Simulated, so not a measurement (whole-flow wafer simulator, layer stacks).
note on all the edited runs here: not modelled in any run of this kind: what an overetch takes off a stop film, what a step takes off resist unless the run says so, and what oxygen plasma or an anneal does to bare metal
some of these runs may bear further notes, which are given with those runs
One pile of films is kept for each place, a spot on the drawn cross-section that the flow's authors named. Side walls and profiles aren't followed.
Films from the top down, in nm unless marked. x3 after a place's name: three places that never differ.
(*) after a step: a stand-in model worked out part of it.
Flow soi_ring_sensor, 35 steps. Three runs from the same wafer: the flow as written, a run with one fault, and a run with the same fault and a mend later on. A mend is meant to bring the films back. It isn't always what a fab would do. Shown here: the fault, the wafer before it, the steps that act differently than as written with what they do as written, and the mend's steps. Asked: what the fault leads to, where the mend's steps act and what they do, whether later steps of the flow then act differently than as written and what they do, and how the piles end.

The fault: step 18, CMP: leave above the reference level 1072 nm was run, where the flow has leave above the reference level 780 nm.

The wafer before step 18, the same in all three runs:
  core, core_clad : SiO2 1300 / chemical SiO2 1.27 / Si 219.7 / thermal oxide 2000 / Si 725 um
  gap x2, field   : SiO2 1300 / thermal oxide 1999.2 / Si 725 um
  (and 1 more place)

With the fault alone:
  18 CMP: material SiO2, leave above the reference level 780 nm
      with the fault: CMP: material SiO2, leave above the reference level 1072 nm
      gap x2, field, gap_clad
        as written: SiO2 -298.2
        with the fault: SiO2 -6.24
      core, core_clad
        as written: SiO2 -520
        with the fault: SiO2 -228
  Later steps of the flow that act differently than as written:
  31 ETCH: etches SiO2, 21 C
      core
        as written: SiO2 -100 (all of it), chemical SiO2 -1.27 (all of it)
        with the fault: SiO2 -392 (all of it), chemical SiO2 -1.27 (all of it)
  At the end the piles differ from the flow's by more than 2% or 0.5 nm, whichever is larger, at field, core_clad.
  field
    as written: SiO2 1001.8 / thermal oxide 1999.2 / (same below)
    with the fault: SiO2 1293.8 / thermal oxide 1999.2 / (same below)
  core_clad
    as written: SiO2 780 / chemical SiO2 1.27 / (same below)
    with the fault: SiO2 1072 / chemical SiO2 1.27 / (same below)

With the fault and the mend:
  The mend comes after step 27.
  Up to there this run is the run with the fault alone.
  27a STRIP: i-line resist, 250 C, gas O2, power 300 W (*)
      field, core_clad, gap_clad
        i-line resist -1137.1 (all of it)
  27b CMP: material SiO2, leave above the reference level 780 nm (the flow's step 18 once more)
      core, gap x2, field, core_clad, gap_clad
        SiO2 -292
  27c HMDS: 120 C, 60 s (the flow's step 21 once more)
      changes no film at any place that is followed
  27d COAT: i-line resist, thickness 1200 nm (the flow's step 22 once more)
      core, gap x2, field, core_clad, gap_clad
        i-line resist +1200 (new film)
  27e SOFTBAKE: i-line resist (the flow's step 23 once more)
      changes no film at any place that is followed
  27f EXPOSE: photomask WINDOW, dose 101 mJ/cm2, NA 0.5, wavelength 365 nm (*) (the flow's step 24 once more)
      changes no film at any place that is followed
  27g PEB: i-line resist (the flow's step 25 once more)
      core, gap x2, field, core_clad, gap_clad
        i-line resist -62.8
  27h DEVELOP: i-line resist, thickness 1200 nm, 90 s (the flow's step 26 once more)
      core, gap x2
        i-line resist -1137.2 (all of it)
      field, core_clad, gap_clad
        i-line resist -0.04
  No later step of the flow acts differently than as written at any place that is followed.
  At the end the piles are the same as the flow's at every place that both follow.
